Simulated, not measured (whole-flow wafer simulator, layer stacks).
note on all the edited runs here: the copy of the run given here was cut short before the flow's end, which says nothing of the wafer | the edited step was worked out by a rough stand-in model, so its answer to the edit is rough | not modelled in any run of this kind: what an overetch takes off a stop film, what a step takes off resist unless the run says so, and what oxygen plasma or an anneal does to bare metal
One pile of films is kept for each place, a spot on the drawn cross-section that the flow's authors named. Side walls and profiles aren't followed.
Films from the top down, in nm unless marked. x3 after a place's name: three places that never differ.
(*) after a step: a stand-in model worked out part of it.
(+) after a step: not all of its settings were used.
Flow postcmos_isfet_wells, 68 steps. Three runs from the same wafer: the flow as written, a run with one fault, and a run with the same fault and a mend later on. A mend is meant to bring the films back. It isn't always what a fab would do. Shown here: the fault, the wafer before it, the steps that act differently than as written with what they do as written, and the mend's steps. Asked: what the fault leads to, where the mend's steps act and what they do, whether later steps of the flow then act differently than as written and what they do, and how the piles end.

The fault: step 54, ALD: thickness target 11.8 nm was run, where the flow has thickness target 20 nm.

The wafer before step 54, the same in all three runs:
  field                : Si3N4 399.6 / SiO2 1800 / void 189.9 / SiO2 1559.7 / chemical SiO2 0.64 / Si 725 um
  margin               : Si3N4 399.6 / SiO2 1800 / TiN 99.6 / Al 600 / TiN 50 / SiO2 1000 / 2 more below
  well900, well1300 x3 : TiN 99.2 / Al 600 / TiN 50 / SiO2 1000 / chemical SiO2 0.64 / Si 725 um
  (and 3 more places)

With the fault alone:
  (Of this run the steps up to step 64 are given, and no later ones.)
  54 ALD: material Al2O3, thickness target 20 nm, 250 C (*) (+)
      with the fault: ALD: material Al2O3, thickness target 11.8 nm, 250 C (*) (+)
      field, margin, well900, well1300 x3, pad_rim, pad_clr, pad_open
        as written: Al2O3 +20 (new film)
        with the fault: Al2O3 +11.8 (new film)
  No later step of the flow up to step 64 acts differently than as written, at any place that is followed, by more than 2% or 0.5 nm, whichever is larger.
  After step 64 the piles differ from the flow's by more than 2% or 0.5 nm, whichever is larger, at field, margin, pad_rim, pad_clr, pad_open.
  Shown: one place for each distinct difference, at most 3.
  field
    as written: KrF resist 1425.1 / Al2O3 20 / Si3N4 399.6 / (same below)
    with the fault: KrF resist 1405.1 / Al2O3 11.8 / Si3N4 399.6 / (same below)
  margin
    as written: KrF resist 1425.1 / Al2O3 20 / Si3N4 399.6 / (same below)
    with the fault: KrF resist 1405 / Al2O3 11.8 / Si3N4 399.6 / (same below)
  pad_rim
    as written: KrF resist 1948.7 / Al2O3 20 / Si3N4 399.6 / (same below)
    with the fault: KrF resist 1947.2 / Al2O3 11.8 / Si3N4 399.6 / (same below)

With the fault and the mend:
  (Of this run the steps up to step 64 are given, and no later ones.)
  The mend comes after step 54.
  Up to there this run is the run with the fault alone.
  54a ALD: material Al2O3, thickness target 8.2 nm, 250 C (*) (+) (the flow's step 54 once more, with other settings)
      field, margin, well900, well1300 x3, pad_rim, pad_clr, pad_open
        Al2O3 +8.2
  No later step of the flow up to step 64 acts differently than as written at any place that is followed.
  After step 64 the piles are the same as the flow's at every place that both follow.
